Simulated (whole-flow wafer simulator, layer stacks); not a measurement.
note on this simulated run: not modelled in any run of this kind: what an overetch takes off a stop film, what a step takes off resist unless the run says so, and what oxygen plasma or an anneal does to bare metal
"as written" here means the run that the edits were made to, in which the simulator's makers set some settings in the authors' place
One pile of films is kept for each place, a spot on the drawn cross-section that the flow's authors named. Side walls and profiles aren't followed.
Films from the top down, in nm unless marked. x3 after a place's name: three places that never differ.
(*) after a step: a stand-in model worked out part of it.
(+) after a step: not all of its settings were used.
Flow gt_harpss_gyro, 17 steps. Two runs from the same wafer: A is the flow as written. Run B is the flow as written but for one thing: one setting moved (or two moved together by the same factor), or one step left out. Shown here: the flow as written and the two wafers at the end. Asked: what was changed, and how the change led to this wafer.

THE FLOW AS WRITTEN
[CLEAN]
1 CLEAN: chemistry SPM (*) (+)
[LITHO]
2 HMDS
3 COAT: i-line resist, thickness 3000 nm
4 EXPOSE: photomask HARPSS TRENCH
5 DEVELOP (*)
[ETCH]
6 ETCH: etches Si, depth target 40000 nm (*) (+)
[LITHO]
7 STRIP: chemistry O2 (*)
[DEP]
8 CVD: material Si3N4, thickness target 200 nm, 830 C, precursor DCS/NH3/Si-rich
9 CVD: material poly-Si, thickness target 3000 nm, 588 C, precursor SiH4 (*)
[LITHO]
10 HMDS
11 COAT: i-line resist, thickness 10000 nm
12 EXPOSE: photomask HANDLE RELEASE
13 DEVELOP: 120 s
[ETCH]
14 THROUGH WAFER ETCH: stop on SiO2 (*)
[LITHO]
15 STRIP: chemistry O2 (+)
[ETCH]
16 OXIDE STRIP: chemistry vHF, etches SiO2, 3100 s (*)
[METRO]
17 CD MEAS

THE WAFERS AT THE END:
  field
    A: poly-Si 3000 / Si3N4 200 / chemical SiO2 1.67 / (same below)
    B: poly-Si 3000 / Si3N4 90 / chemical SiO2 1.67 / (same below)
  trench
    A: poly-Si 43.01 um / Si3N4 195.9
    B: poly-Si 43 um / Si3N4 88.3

The cause: step 8, CVD: thickness target 90 nm was run, where the flow has thickness target 200 nm.
It can be read off the wafer: field has Si3N4 90, and step 8 as written asks for 200 nm.

How the change led to this, step by step:
  8 CVD: material Si3N4, thickness target 200 nm, 830 C, precursor DCS/NH3/Si-rich
      field: A Si3N4 +200 (new film) | B Si3N4 +90 (new film)
      trench: A Si3N4 +195.9 (new film) | B Si3N4 +88.3 (new film)
  9 CVD: material poly-Si, thickness target 3000 nm, 588 C, precursor SiH4 (*)
      trench: A poly-Si +43.01 um (new film) | B poly-Si +43 um (new film)
